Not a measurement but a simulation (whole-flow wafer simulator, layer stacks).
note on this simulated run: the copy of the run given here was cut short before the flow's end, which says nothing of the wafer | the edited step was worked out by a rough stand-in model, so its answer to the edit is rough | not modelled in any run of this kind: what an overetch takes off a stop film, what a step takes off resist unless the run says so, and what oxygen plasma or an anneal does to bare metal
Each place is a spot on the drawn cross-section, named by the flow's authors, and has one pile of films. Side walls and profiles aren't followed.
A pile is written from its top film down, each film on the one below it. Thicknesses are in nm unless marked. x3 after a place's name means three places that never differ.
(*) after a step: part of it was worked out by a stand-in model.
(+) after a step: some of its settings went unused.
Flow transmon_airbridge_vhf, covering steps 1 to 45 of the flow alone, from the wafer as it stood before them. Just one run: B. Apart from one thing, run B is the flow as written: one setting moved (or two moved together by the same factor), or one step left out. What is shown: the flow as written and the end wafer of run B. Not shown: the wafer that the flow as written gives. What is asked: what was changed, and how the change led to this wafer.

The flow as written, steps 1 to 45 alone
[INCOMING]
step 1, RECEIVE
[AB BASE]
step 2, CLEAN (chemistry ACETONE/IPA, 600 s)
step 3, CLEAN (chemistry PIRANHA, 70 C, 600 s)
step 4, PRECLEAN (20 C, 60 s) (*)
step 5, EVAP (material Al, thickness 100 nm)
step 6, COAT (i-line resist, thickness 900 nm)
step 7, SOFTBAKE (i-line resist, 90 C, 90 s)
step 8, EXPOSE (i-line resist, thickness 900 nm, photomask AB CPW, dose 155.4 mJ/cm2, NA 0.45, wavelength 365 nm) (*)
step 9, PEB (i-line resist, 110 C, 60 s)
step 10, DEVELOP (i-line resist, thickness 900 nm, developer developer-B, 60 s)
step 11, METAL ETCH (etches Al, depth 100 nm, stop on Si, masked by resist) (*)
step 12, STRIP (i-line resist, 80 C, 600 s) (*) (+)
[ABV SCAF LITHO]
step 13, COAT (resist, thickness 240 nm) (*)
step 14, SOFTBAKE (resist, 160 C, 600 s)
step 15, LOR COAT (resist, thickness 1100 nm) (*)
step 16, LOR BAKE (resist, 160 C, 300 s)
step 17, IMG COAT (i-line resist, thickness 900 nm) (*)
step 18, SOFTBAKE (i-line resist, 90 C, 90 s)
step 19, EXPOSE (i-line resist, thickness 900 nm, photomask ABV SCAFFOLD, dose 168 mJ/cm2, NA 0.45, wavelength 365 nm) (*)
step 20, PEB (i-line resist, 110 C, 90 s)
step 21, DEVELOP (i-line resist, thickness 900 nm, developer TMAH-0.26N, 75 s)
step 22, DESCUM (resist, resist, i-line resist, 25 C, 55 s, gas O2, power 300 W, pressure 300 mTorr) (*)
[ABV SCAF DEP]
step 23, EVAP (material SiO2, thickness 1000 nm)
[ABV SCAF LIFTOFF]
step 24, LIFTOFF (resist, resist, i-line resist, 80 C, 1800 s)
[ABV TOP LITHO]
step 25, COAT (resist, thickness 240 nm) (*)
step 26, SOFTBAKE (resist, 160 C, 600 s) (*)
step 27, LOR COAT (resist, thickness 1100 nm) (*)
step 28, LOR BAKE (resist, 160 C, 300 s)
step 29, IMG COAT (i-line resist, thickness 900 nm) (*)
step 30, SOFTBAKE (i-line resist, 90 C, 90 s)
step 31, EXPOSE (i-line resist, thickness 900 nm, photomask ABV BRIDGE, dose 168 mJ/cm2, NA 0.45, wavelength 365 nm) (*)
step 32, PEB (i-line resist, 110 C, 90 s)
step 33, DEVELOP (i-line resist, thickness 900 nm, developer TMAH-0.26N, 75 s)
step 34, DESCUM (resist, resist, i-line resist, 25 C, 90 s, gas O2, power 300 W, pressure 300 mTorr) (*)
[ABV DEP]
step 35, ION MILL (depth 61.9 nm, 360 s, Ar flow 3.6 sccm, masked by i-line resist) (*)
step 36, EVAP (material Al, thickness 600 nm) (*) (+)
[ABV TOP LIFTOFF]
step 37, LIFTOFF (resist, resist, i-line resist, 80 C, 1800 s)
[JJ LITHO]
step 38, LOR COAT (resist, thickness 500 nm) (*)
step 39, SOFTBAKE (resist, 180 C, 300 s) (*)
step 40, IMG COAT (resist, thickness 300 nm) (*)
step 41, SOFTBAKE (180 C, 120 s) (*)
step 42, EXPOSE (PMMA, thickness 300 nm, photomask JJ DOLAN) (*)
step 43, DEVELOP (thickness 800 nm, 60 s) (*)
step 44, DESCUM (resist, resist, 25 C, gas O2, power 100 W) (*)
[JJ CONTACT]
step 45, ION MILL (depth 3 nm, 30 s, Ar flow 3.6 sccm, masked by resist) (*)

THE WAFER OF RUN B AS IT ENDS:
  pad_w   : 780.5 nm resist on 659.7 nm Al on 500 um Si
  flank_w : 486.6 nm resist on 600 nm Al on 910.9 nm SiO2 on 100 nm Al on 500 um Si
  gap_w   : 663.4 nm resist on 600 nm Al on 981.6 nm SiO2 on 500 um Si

What caused this: step 35, ION MILL: depth 31.6 nm was run, whereas the flow has depth 61.9 nm; step 35, ION MILL: 184 s was run, where the flow has 360 s.

The path from the change to this, step by step:
  step 35, ION MILL (depth 61.9 nm, 360 s, Ar flow 3.6 sccm, masked by i-line resist) (*)
      field x3, jj_line, ground_far, trace_open_s x2, margin_s, margin_n: i-line resist loses 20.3 (it would be, as written: i-line resist loses 39.7)
      flank_w, gap_w, cpw_trace, gap_e, flank_e, bridge_strip: SiO2 loses 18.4 (it would be, as written: SiO2 loses 36)
      (as well as at 2 more places)
  step 37, LIFTOFF (resist, resist, i-line resist, 80 C, 1800 s)
      field x3, jj_line, trace_open_s x2: Al loses 600 (all of it), i-line resist loses 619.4 (all of it), resist loses 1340 (all of it) (it would be, as written: Al loses 600 (all of it), i-line resist loses 600 (all of it), resist loses 1340 (all of it))
      margin_s, margin_n: Al loses 600 (all of it), i-line resist loses 337.7 (all of it), resist loses 992 (all of it) (it would be, as written: Al loses 600 (all of it), i-line resist loses 318.3 (all of it), resist loses 992 (all of it))
      (as well as at 1 more place)
